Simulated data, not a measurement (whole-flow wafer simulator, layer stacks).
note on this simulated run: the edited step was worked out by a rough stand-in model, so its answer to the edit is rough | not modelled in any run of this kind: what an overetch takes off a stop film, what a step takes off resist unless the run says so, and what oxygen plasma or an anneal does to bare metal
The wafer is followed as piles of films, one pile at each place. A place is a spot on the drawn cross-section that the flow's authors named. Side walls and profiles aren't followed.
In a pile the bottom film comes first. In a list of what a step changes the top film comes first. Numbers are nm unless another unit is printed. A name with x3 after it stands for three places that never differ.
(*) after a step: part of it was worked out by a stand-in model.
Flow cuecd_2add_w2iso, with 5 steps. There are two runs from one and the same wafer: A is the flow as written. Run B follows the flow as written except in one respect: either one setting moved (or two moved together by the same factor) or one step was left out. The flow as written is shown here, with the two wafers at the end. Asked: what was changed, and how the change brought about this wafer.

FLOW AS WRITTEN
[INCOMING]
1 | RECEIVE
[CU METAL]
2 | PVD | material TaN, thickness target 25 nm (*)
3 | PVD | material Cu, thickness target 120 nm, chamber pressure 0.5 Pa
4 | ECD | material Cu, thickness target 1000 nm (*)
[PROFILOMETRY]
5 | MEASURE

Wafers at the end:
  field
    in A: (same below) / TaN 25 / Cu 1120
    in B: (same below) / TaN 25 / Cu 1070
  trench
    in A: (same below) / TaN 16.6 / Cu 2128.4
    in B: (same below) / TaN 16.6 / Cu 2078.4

Cause: step 4, ECD: thickness target 950 nm was run, while the flow as written has thickness target 1000 nm.

How this came from the change, step by step:
  4 | ECD | material Cu, thickness target 1000 nm (*)
      field: A +1000 Cu | B +950 Cu
      trench: A +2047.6 Cu | B +1997.6 Cu
